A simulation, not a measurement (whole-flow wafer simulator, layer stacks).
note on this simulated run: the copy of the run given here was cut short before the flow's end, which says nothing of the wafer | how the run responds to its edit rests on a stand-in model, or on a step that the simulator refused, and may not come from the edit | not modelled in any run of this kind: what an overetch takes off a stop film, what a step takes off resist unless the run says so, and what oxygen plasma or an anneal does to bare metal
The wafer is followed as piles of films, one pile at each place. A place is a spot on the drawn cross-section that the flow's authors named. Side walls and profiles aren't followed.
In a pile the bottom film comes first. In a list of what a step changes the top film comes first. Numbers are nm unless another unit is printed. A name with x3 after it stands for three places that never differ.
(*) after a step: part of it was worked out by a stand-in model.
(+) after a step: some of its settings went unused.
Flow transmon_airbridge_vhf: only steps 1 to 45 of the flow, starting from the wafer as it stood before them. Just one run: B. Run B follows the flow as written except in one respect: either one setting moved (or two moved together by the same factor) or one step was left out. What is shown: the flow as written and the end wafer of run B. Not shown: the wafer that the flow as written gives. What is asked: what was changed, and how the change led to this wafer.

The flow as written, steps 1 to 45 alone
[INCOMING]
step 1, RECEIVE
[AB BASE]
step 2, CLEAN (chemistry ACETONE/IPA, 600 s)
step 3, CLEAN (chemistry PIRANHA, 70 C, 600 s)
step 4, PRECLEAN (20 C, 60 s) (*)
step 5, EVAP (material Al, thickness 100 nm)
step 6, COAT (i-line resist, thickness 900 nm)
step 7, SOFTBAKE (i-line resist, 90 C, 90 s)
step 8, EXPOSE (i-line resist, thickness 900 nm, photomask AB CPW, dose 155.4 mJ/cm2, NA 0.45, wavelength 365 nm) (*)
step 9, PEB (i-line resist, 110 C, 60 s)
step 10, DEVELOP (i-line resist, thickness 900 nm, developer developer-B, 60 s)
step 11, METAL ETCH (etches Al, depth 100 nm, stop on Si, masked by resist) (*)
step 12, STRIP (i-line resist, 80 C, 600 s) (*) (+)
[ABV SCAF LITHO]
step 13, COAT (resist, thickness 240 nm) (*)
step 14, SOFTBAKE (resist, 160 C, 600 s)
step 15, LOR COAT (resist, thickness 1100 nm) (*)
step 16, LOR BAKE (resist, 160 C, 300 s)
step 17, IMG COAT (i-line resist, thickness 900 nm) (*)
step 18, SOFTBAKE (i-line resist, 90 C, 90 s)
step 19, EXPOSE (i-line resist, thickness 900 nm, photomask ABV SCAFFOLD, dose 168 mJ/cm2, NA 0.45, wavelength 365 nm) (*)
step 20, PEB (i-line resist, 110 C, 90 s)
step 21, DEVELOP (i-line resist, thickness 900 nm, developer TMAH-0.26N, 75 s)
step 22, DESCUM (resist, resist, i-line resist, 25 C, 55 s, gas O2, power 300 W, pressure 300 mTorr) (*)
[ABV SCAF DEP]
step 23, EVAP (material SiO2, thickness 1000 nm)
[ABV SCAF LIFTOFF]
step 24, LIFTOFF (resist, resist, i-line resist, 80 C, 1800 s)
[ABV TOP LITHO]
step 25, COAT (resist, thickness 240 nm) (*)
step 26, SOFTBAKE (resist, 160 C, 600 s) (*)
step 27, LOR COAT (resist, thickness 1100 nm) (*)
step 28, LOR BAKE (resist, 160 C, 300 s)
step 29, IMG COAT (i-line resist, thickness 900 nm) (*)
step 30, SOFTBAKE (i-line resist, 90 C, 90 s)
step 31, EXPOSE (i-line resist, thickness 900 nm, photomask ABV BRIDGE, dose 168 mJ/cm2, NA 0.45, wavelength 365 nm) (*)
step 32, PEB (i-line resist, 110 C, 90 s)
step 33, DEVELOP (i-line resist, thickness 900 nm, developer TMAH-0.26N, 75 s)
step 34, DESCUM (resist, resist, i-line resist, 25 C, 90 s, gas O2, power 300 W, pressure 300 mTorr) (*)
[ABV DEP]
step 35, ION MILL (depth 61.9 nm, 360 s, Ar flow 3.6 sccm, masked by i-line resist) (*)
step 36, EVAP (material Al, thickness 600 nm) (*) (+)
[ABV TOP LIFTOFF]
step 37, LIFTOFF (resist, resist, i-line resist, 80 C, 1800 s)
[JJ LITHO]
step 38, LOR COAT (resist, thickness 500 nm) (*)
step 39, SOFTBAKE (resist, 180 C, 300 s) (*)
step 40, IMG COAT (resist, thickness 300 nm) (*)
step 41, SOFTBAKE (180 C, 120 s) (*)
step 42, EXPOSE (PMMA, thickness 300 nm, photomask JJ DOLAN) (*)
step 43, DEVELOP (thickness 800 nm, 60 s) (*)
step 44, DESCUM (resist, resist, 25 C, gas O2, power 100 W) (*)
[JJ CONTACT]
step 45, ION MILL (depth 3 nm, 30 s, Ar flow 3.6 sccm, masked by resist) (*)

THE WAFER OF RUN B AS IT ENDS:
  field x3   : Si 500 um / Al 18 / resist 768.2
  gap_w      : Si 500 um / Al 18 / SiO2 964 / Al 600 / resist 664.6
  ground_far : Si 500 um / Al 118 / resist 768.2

What caused this: step 5, EVAP: thickness 118 nm was run, whereas the flow has thickness 100 nm.
The wafer lets one read it off: ground_far has Al 118, and step 5 as written asks for 100 nm.

Step by step, how the change led to this:
  step 5, EVAP (material Al, thickness 100 nm)
      field x3, jj_line, ground_far and 12 more: Al gains 118 (new film) (in the flow as written it would be: Al gains 100 (new film))
  step 11, METAL ETCH (etches Al, depth 100 nm, stop on Si, masked by resist) (*)
      field x3, jj_line, gap_w, gap_e: Al loses 100 (in the flow as written it would be: Al loses 100 (all of it))
  step 45, ION MILL (depth 3 nm, 30 s, Ar flow 3.6 sccm, masked by resist) (*)
      jj_line: Al loses 18 (all of it), Si loses 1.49 (in the flow as written it would be: Si loses 11.6)
Taking metal films that touch as one body, field x3 has 1 body; the flow as written gives 0 bodies.
Taking metal films that touch as one body, gap_w has 2 bodies (between them, from the top down: SiO2 964); the flow as written gives 1 body.
